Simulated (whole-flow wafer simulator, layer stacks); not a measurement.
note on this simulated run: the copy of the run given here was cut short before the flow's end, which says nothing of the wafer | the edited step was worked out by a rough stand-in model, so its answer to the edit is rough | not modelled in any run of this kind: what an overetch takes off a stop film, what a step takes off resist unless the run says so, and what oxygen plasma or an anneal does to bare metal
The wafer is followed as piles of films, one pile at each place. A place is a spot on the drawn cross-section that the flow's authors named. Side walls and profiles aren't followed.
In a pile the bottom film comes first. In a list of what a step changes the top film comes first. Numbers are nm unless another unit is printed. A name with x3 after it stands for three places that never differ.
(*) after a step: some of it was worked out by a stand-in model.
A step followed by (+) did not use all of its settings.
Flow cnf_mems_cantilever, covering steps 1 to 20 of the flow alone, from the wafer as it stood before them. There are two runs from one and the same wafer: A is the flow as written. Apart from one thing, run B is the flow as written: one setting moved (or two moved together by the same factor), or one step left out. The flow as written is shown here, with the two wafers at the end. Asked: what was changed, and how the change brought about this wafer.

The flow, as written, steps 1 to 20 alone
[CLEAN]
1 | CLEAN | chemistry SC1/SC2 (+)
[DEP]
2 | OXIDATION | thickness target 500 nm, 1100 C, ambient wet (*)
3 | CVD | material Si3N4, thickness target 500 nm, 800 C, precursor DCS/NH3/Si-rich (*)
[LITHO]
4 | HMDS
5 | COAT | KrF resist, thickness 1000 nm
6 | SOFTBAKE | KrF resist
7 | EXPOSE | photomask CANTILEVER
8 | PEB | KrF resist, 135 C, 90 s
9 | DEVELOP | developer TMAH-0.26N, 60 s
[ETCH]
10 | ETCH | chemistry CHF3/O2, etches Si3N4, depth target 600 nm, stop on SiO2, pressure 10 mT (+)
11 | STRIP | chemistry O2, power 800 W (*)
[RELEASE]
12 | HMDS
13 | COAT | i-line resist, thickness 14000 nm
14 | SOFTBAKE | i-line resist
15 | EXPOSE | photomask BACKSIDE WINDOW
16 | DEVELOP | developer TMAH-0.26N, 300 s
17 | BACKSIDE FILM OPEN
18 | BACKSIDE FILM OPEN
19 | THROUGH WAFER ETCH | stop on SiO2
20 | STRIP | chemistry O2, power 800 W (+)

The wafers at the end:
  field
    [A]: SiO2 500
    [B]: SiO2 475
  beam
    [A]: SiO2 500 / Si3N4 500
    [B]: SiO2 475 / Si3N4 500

What caused this: step 2, OXIDATION: thickness target 475 nm was run, while the flow as written has thickness target 500 nm.
The wafer itself shows it: field has SiO2 475, and step 2 as written asks for 500 nm.

Step by step, how the change led to this:
  2 | OXIDATION | thickness target 500 nm, 1100 C, ambient wet (*)
      field, beam: A SiO2 gains 500 (new film), chemical SiO2 loses 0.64 (all of it), Si loses 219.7 | B SiO2 gains 475 (new film), chemical SiO2 loses 0.64 (all of it), Si loses 208.7
  19 | THROUGH WAFER ETCH | stop on SiO2
      field: A under 1 film: Si loses 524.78 um (all of it) | B under 1 film: Si loses 524.79 um (all of it)
      beam: A under 2 films: Si loses 524.78 um (all of it) | B under 2 films: Si loses 524.79 um (all of it)
